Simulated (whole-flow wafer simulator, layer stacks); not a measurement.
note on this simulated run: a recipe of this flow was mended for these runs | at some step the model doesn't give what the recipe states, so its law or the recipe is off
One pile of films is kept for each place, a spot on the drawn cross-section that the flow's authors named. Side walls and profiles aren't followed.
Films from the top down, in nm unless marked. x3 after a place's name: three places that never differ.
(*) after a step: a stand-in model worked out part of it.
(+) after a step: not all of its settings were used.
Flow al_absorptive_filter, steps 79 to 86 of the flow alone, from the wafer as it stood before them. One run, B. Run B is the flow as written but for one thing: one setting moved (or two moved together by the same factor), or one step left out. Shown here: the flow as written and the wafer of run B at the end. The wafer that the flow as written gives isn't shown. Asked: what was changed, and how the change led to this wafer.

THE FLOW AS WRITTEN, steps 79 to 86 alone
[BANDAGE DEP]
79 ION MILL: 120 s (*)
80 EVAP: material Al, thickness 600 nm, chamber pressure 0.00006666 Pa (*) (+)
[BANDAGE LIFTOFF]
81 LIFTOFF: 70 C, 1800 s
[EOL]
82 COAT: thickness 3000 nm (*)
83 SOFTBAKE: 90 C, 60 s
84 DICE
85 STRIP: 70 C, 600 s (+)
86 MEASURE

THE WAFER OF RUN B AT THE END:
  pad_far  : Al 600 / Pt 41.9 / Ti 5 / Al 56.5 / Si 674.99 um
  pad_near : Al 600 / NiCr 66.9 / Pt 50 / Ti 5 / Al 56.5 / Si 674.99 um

The cause: step 79, ION MILL: 66 s was run, where the flow has 120 s.

How the change led to this, step by step:
  79 ION MILL: 120 s (*)
      gnd, ledge, res and 9 more: i-line-resist -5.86 (as written it would be: i-line-resist -10.7)
      pad_far: Pt -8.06 (as written it would be: Pt -14.7)
      (and at 1 more place)
